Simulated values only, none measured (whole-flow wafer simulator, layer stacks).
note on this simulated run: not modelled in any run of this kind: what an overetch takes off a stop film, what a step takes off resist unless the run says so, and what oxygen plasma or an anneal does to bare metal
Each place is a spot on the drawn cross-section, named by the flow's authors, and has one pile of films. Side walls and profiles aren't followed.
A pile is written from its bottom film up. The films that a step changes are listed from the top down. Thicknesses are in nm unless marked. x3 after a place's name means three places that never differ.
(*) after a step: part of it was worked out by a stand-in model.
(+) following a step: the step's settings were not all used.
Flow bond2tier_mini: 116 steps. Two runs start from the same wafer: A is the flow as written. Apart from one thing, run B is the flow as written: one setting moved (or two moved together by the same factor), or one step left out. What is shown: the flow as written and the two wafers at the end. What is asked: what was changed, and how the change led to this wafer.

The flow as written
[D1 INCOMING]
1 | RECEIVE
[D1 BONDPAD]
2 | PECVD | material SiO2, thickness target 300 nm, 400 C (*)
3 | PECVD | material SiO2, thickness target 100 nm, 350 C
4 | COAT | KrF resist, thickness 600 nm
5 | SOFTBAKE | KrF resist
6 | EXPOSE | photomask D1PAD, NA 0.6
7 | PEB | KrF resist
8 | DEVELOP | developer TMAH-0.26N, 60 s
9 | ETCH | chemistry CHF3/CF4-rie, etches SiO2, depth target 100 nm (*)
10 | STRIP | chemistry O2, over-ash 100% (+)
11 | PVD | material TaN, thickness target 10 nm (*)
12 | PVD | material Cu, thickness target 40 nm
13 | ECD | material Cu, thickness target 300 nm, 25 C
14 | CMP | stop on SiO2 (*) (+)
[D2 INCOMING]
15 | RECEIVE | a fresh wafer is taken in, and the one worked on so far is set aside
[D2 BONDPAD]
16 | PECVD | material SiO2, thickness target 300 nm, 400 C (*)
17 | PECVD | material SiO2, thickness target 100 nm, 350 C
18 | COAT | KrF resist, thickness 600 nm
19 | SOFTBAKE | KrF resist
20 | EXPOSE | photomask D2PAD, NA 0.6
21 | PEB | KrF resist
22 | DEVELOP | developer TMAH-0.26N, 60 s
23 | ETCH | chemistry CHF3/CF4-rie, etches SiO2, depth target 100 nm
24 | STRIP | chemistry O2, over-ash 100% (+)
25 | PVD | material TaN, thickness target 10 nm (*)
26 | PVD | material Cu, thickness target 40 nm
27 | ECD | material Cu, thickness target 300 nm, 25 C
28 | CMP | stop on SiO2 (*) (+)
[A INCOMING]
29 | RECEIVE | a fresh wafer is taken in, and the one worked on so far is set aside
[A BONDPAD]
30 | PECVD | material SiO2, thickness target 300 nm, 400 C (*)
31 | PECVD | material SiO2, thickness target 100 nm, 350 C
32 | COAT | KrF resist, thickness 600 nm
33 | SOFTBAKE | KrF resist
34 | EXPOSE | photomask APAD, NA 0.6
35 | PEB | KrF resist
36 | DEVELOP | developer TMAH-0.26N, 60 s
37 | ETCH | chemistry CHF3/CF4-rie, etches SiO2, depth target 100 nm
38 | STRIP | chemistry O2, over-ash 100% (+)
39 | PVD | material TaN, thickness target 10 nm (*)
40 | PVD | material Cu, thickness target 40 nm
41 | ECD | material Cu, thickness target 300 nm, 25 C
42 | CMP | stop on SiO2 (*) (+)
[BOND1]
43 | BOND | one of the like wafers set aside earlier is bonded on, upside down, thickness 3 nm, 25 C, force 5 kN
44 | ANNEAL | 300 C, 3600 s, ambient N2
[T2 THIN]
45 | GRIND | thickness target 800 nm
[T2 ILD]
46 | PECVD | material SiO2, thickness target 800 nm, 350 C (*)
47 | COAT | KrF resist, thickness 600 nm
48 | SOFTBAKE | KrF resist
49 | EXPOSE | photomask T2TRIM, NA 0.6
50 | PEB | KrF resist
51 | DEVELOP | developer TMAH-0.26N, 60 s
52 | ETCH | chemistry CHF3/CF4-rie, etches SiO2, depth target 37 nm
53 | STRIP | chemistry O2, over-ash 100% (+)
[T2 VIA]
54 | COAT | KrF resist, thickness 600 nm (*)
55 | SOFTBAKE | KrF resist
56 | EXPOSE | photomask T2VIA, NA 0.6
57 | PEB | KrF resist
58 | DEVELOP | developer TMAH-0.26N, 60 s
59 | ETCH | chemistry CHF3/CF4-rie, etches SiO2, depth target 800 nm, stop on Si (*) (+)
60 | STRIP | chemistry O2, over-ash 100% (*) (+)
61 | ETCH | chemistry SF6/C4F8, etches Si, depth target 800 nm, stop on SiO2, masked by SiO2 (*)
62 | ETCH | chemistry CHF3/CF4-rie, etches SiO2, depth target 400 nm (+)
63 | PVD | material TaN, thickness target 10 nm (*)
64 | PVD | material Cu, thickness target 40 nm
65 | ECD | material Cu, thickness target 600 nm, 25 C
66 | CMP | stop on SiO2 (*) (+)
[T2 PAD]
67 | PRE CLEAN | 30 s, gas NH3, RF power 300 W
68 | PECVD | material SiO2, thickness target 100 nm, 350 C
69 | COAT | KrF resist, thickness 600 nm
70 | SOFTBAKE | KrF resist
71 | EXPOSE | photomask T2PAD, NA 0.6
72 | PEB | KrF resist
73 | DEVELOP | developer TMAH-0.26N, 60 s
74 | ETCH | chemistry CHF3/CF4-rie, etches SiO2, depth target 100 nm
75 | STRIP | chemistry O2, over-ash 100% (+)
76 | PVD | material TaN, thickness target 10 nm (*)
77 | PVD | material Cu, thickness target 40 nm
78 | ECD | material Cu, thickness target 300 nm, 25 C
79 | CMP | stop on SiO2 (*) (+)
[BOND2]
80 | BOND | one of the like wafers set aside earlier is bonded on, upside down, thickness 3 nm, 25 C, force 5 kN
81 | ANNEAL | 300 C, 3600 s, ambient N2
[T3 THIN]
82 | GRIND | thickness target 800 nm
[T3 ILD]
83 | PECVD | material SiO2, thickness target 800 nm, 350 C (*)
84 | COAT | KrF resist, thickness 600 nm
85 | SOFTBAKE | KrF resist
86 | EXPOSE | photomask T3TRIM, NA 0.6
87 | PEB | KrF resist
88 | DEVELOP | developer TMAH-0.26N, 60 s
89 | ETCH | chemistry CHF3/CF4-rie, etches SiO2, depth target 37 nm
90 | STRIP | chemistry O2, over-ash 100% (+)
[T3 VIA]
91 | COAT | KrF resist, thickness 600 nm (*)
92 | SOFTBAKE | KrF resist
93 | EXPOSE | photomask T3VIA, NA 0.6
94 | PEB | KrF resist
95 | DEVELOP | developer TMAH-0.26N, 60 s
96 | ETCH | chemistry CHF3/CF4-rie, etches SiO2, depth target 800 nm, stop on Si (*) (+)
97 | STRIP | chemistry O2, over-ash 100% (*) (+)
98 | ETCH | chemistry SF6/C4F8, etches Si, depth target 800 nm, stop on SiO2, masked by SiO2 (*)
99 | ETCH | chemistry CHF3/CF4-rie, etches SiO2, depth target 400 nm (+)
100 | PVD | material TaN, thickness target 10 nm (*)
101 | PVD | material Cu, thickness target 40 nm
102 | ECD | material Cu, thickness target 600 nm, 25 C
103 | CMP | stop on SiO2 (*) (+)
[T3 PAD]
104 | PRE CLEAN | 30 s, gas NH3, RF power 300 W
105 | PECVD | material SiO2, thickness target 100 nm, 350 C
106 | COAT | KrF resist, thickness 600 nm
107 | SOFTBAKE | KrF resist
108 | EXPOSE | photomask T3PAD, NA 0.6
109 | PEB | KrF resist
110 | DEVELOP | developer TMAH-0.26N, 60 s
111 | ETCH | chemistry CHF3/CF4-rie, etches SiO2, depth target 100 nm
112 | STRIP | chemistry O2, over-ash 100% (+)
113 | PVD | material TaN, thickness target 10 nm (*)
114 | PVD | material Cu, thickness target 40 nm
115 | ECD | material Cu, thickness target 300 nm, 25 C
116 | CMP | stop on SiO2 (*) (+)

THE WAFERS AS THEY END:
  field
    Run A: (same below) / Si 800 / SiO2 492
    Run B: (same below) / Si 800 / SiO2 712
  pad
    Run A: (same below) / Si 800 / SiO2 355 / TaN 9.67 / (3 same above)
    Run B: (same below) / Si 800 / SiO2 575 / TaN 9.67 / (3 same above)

What caused this: step 99, ETCH: depth target 180 nm was run, though the flow has depth target 400 nm.

Step by step, how the change led to this:
  99 | ETCH | chemistry CHF3/CF4-rie, etches SiO2, depth target 400 nm (+)
      field, pad: A -400 SiO2 | B -180 SiO2
